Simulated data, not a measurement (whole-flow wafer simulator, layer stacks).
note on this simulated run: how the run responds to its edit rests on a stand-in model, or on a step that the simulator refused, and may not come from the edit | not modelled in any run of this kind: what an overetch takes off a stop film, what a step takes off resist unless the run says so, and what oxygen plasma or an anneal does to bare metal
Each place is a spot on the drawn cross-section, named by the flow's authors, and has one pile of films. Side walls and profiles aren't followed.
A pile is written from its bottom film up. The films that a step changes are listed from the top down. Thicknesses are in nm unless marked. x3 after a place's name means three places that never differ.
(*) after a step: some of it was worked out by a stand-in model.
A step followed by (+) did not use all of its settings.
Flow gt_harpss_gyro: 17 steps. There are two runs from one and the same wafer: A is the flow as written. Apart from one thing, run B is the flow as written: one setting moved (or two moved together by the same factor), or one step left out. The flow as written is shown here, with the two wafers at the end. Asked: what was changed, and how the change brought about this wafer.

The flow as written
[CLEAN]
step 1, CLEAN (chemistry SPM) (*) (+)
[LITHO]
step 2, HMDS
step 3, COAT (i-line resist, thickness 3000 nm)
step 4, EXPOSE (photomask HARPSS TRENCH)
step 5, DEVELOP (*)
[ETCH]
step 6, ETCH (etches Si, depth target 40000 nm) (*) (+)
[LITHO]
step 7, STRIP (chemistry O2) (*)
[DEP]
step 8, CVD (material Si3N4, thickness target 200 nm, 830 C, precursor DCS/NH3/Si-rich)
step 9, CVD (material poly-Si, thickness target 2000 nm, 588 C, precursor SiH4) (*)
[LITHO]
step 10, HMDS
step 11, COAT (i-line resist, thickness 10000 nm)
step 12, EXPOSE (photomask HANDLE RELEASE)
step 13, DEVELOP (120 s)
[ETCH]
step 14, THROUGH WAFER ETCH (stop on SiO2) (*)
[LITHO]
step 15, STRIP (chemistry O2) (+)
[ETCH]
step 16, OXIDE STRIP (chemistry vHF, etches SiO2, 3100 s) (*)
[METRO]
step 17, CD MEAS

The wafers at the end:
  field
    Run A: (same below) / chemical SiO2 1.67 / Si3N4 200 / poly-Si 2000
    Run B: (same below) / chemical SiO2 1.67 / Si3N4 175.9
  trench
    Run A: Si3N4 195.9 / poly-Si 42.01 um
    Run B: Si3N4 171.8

The reason: step 9, CVD: material poly-Si, thickness target 2000 nm, 588 C, precursor SiH4 (*), was omitted.

How this came from the change, step by step:
  step 16, OXIDE STRIP (chemistry vHF, etches SiO2, 3100 s) (*)
      field: A under 4 films: -2000 SiO2 (all of it) | B -24.1 Si3N4, -2000 SiO2 (all of it)
      trench: A under 2 films: -2000 SiO2 (all of it) | B -24.1 Si3N4, -2000 SiO2 (all of it)
